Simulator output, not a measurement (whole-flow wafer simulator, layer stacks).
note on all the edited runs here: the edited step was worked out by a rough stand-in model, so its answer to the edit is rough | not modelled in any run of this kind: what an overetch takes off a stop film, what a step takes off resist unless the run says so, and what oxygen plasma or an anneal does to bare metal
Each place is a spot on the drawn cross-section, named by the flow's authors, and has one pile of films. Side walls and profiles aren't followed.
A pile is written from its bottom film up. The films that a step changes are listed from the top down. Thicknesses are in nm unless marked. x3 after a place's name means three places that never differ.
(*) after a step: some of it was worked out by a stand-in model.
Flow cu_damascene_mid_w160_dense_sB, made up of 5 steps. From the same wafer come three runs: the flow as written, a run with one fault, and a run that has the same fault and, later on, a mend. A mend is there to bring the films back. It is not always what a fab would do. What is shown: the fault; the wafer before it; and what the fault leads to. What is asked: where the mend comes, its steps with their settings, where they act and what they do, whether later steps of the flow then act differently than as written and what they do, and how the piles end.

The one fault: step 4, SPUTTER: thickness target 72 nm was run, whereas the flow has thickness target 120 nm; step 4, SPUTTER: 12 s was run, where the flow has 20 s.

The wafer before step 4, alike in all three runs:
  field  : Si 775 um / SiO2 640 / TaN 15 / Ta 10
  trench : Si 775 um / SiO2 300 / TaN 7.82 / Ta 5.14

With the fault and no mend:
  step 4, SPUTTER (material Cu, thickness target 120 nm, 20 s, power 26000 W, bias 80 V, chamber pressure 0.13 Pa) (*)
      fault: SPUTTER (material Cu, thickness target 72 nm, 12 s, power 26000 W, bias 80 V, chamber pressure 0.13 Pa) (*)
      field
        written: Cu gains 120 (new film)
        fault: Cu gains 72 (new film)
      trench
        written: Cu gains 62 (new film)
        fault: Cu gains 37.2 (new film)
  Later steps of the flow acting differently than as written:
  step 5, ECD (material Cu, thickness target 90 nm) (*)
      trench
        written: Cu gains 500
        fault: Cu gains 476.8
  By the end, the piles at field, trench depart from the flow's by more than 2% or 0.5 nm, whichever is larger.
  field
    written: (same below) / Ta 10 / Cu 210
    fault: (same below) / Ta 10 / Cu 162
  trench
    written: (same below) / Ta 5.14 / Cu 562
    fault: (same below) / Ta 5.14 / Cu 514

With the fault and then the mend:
  The mend stands after step 4.
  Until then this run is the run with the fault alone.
  step 4a, SPUTTER (material Cu, thickness target 48 nm, 8 s, power 26000 W, bias 80 V, chamber pressure 0.13 Pa) (*) (a further turn of the flow's step 4, with different settings)
      field
        Cu gains 48
      trench
        Cu gains 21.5
  Every later step of the flow that is run acts as written, at every place that is followed, to within 2% or 0.5 nm, whichever is larger.
  At every place that both follow, the piles at the end match the flow's.
